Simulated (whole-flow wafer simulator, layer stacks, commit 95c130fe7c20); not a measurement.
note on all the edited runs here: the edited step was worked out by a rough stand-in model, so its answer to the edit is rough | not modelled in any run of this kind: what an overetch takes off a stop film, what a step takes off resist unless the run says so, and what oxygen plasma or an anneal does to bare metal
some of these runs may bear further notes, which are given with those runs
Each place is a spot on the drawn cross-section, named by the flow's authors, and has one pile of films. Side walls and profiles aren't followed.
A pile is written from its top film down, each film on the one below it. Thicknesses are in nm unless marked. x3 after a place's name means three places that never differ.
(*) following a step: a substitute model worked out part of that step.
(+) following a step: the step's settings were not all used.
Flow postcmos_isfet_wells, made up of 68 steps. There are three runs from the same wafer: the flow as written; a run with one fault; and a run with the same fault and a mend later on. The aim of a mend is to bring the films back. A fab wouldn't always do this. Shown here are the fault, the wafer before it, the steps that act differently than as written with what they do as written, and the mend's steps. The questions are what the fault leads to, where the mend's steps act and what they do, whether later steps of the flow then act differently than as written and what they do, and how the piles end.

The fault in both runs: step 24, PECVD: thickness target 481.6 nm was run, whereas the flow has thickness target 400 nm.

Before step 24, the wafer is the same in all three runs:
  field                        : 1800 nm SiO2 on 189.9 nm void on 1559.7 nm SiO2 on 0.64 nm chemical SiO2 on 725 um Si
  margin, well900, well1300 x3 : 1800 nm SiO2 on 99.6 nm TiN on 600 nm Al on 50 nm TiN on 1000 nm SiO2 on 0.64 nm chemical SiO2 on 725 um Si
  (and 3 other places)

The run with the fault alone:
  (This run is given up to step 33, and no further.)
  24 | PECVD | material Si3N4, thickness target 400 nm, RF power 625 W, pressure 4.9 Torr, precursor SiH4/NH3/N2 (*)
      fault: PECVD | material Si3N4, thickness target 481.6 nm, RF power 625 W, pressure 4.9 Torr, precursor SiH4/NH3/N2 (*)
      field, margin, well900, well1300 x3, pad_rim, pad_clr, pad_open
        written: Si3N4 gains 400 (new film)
        fault: Si3N4 gains 481.6 (new film)
  Steps later in the flow that act otherwise than as written:
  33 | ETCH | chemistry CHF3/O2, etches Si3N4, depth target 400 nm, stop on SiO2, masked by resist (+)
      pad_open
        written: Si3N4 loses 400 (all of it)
        fault: Si3N4 loses 400
  The piles after step 33 differ from the flow's at field, margin, well900, well1300 x3, pad_rim, pad_clr, pad_open by more than 2% or 0.5 nm, whichever is larger.
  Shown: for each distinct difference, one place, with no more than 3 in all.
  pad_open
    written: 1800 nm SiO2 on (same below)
    fault: 81.6 nm Si3N4 on 1800 nm SiO2 on (same below)
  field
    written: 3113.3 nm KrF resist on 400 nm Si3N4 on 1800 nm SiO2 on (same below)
    fault: 3113.3 nm KrF resist on 481.6 nm Si3N4 on 1800 nm SiO2 on (same below)

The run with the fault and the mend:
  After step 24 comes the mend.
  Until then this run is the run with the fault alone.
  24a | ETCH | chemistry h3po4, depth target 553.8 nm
      field, margin, well900, well1300 x3, pad_rim, pad_clr, pad_open
        Si3N4 loses 481.6 (all of it)
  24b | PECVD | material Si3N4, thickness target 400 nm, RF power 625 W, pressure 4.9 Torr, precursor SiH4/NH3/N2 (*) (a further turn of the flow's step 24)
      field, margin, well900, well1300 x3, pad_rim, pad_clr, pad_open
        Si3N4 gains 400 (new film)
  None of the later steps of the flow acts differently than as written at any place that is followed.
  At every place that both follow, the piles at the end match the flow's.
